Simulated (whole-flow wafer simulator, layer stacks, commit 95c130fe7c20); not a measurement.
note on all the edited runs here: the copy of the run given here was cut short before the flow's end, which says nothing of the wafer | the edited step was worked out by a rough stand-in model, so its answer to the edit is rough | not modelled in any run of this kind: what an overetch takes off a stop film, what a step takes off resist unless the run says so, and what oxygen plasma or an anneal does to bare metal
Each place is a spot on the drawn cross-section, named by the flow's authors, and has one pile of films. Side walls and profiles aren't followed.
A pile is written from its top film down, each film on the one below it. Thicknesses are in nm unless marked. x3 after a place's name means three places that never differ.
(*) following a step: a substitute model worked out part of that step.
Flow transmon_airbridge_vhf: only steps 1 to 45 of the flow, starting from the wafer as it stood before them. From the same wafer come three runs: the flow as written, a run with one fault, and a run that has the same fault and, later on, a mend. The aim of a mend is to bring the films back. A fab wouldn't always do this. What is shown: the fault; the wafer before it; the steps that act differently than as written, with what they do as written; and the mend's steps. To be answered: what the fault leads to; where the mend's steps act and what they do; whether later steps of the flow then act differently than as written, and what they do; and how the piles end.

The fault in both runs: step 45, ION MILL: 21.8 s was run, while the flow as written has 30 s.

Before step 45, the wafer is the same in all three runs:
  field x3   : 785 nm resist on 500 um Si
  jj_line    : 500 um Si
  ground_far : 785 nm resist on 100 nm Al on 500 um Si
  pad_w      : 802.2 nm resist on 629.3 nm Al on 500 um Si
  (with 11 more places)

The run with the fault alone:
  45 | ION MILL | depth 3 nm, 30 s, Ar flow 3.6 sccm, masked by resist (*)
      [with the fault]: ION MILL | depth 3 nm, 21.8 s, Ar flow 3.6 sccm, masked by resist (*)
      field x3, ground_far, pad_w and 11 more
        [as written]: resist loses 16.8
        [with the fault]: resist loses 12.2
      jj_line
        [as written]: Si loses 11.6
        [with the fault]: Si loses 8.45
  Every later step of the flow that is run acts as written at every place that is followed.
  At the end the piles are close to the flow's at the places that both follow, differing by at most 2% or 0.5 nm, whichever is larger.

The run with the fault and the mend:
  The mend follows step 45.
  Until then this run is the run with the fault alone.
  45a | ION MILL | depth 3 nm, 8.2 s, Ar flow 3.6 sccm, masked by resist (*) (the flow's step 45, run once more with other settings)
      field x3, ground_far, pad_w and 11 more
        resist loses 4.59
      jj_line
        Si loses 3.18
  Every later step of the flow that is run acts as written at every place that is followed.
  The piles end the same as the flow's at every place that both follow.
